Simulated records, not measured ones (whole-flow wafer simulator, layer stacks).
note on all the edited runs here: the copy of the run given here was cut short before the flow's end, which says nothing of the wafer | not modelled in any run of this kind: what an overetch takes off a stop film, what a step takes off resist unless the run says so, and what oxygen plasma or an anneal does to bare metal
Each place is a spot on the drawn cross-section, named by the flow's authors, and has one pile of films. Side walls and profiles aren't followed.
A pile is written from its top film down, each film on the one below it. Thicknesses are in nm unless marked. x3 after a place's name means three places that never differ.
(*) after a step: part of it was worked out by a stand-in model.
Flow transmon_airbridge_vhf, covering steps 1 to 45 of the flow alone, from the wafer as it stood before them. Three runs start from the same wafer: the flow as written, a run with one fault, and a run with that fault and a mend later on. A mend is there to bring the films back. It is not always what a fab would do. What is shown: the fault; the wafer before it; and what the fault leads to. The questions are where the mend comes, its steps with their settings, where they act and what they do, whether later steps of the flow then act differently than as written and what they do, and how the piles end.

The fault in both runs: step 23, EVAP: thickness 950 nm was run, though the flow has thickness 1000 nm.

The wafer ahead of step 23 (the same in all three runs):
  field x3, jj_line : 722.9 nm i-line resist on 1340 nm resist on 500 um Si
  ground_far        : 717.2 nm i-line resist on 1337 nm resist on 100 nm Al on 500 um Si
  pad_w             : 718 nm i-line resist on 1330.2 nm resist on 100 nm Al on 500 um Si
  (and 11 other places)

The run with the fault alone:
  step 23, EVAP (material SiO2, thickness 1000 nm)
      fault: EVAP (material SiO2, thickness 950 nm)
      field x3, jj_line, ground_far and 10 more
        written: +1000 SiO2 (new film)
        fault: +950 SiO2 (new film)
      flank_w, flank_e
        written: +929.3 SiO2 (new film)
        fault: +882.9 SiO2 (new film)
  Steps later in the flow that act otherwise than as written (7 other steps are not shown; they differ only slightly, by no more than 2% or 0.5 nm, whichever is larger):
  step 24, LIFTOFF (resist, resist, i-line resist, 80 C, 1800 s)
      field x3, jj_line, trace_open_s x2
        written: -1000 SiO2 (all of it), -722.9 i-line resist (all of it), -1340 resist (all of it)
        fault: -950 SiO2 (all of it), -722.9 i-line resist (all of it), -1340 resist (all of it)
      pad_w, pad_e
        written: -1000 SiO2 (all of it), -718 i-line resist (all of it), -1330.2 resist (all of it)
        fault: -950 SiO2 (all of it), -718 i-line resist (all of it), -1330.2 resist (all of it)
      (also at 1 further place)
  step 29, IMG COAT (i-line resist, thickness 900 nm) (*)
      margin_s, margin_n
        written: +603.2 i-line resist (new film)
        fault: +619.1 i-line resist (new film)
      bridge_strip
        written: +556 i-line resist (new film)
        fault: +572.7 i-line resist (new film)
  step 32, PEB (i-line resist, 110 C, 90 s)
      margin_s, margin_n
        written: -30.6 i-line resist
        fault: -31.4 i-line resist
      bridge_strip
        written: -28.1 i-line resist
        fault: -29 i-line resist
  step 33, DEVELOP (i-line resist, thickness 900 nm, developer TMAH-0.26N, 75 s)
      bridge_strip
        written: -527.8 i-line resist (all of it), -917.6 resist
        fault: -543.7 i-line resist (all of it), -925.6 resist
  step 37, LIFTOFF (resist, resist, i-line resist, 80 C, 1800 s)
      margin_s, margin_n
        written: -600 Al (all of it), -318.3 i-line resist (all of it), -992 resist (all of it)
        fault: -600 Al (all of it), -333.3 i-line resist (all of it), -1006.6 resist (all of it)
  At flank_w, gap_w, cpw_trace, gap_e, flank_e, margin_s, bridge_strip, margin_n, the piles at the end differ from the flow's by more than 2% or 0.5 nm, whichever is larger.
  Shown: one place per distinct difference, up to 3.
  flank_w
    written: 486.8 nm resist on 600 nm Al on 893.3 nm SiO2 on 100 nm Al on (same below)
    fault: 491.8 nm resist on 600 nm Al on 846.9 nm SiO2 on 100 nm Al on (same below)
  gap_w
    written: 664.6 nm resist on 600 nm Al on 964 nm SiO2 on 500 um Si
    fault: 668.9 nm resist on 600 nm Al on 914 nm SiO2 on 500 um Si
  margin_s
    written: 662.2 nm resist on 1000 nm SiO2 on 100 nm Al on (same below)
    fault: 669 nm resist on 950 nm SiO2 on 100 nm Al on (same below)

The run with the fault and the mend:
  The mend follows step 23.
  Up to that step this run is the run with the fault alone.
  step 23a, EVAP (material SiO2, thickness 50 nm) (the flow's step 23 again, with other settings)
      field x3, jj_line, ground_far and 10 more
        +50 SiO2
      flank_w, flank_e
        +46.4 SiO2
  None of the later steps of the flow differs from how it acts as written, at any place that is followed, by more than 2% or 0.5 nm, whichever is larger.
  At the end the piles are close to the flow's at the places that both follow, differing by at most 2% or 0.5 nm, whichever is larger.
